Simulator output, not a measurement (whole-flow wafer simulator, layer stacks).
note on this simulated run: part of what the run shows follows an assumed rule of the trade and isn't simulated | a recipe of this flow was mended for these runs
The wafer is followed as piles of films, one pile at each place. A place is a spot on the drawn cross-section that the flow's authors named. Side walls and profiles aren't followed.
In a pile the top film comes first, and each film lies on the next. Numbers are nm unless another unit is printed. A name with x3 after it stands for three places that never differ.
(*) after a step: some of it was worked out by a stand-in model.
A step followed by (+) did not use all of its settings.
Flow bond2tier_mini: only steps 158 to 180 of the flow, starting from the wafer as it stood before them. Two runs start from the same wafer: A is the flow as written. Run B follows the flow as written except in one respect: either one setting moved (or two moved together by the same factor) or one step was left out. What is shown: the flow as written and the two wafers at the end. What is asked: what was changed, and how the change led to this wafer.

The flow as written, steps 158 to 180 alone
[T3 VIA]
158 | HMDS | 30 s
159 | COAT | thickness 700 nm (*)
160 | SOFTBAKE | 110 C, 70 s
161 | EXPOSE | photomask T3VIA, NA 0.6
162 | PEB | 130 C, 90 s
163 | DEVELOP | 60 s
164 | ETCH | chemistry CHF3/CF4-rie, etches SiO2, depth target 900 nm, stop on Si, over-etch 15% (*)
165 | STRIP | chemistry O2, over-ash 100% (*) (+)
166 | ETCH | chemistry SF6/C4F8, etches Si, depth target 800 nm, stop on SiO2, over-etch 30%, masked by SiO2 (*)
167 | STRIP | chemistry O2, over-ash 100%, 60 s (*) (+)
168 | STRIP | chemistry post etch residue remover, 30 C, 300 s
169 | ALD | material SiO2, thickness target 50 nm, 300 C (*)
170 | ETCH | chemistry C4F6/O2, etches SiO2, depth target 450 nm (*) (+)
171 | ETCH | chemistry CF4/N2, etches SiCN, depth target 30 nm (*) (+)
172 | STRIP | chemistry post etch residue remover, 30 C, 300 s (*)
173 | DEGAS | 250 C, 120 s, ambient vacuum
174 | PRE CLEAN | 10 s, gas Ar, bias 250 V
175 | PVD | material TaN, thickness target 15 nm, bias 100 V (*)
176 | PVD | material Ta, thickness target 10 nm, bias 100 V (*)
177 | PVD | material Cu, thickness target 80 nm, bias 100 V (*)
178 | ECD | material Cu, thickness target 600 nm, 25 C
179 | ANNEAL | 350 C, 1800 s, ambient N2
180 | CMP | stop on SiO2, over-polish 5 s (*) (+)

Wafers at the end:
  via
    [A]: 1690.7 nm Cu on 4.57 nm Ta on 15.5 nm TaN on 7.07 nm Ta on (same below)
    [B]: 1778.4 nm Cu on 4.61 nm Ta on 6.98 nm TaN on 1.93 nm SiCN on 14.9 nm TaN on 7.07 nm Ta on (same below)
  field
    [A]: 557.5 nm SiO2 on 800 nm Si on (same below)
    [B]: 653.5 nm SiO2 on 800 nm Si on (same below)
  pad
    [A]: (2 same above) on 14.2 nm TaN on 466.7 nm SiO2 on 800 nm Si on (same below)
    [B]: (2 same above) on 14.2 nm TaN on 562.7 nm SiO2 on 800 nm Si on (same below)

The reason: step 169, ALD: thickness target 38 nm was run, though the flow has thickness target 50 nm; step 170, ETCH: depth target 342 nm was run, where the flow has depth target 450 nm.

Step by step, how the change led to this:
  169 | ALD | material SiO2, thickness target 50 nm, 300 C (*)
      field, pad, via: A SiO2 gains 50 | B SiO2 gains 38
  170 | ETCH | chemistry C4F6/O2, etches SiO2, depth target 450 nm (*) (+)
      field, pad: A SiO2 loses 450 | B SiO2 loses 342
      via: A SiO2 loses 348.1 (all of it), SiCN loses 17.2 | B SiO2 loses 336.1 (all of it), SiCN loses 0.99
  171 | ETCH | chemistry CF4/N2, etches SiCN, depth target 30 nm (*) (+)
      via: A SiCN loses 17.6 (all of it), TaN loses 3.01 | B SiCN loses 30
  174 | PRE CLEAN | 10 s, gas Ar, bias 250 V
      via: A TaN loses 3.19 | B SiCN loses 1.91
  175 | PVD | material TaN, thickness target 15 nm, bias 100 V (*)
      via: A TaN gains 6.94 | B TaN gains 6.98 (new film)
  178 | ECD | material Cu, thickness target 600 nm, 25 C
      via: A Cu gains 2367 | B Cu gains 2454.3
With metal films that touch counted as one body, via has 2 bodies (between them, from the top down: SiCN 1.93); the flow as written gives 1 body.
